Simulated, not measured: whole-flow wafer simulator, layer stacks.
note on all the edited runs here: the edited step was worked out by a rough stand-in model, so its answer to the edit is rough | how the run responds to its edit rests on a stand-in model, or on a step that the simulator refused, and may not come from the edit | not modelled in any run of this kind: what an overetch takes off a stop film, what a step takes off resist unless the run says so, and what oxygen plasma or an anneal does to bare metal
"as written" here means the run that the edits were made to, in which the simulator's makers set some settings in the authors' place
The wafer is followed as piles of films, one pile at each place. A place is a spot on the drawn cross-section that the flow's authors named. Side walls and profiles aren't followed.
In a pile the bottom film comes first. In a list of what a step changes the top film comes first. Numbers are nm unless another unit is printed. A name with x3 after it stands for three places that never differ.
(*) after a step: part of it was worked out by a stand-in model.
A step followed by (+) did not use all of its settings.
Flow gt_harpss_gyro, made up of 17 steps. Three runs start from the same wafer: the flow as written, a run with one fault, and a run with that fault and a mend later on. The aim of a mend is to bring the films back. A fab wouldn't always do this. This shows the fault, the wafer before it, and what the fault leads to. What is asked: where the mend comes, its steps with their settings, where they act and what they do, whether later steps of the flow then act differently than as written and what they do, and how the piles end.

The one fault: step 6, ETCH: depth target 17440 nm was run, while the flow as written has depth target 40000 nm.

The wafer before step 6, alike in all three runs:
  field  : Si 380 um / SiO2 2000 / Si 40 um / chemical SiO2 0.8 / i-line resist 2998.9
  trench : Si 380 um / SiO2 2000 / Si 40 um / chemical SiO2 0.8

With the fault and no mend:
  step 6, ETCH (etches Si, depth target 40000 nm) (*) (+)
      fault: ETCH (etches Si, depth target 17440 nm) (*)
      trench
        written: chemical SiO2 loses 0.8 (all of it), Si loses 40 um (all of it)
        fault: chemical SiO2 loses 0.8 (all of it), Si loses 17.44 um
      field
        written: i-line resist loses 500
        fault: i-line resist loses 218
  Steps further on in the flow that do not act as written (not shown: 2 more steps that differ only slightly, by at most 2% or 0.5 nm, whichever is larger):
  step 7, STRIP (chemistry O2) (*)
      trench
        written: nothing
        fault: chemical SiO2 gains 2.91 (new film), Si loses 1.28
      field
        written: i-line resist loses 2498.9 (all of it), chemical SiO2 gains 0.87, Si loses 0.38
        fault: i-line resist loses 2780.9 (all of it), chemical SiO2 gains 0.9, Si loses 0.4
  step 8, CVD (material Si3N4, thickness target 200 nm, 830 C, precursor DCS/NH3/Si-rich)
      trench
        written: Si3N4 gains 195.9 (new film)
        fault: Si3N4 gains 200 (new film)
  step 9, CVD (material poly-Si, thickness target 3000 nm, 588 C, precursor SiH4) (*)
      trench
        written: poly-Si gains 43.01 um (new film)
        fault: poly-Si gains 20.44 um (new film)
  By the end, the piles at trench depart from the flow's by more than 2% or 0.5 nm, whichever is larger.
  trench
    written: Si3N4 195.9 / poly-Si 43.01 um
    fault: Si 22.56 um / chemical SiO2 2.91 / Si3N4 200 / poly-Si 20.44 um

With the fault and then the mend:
  The mend follows step 6.
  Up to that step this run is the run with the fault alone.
  step 6a, ETCH (etches Si, depth target 22560 nm) (*) (+) (the flow's step 6 again, with other settings)
      field
        i-line resist loses 282
      trench
        Si loses 22.56 um (all of it)
  None of the later steps of the flow acts differently than as written at any place that is followed.
  By the end, the piles equal the flow's at every place that both follow.
